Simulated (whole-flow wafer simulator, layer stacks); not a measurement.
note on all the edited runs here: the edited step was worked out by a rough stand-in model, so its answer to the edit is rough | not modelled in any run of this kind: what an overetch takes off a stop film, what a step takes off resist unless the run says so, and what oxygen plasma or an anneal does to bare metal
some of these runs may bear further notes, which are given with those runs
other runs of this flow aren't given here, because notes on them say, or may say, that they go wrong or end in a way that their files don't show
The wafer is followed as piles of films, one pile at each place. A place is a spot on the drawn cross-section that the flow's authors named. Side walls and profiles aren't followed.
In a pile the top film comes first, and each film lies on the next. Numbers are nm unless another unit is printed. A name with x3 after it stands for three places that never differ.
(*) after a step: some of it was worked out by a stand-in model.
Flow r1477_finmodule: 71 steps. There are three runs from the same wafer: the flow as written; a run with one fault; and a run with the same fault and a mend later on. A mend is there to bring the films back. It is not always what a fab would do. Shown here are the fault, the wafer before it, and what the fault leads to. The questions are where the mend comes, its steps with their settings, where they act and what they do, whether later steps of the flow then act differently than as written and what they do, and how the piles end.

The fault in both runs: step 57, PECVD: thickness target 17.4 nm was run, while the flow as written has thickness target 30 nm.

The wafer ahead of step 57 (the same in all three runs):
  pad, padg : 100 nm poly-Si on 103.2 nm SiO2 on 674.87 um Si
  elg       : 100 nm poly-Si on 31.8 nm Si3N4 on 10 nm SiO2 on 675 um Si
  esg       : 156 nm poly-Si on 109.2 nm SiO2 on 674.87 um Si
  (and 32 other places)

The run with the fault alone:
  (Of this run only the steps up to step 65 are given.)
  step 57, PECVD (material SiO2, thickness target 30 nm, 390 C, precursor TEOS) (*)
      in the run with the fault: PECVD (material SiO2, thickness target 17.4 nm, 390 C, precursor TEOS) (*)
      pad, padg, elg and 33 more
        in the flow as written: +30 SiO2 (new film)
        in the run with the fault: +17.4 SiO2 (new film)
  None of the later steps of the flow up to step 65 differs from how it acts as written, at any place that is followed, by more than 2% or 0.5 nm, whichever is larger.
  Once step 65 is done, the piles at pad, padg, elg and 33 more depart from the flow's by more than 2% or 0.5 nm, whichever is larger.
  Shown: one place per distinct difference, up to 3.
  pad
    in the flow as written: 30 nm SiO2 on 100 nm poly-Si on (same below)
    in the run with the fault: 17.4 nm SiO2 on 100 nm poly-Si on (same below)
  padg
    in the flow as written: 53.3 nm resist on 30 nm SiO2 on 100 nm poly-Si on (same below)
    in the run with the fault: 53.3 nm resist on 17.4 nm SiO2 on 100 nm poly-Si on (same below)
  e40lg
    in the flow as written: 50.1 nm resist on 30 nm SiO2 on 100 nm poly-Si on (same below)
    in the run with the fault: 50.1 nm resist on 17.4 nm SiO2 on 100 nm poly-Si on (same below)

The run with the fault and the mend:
  The mend follows step 64.
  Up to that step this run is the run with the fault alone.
  step 64a, STRIP (resist, chemistry O2, 60 C)
      padg, elg, esg
        -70 resist (all of it)
      e40lg, e100lg, e200lg
        -66.9 resist (all of it)
      s40sg, s45sg
        -91 resist (all of it)
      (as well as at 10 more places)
  step 64b, PECVD (material SiO2, thickness target 12.6 nm, 390 C, precursor TEOS) (*) (a further turn of the flow's step 57, with different settings)
      pad, padg, elg and 33 more
        +12.6 SiO2
  step 64c, DEHYDRATE (150 C, 120 s) (a further turn of the flow's step 59)
      leaves every film unchanged at each place that is followed
  step 64d, COAT (resist, thickness 70 nm) (*) (a further turn of the flow's step 60)
      e40lg, e100lg, e200lg, elo, e40lo, e100lo, e200lo
        +66.9 resist (new film)
      pad, padg, elg, esg
        +70 resist (new film)
      s40sg, s45sg, s40so, s45so
        +91 resist (new film)
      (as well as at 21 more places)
  step 64e, SOFTBAKE (180 C, 180 s) (*) (a further turn of the flow's step 61)
      leaves every film unchanged at each place that is followed
  step 64f, EXPOSE (resist, photomask GATE) (a further turn of the flow's step 62)
      leaves every film unchanged at each place that is followed
  step 64g, DEVELOP (*) (a further turn of the flow's step 63)
      elo, e40lo, e100lo, e200lo
        -66.9 resist (all of it)
      eso, e40so
        -129.5 resist (all of it)
      s40so, s45so
        -91 resist (all of it)
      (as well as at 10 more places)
  None of the later steps of the flow acts differently than as written at any place that is followed.
  At every place that both follow, the piles at the end match the flow's.
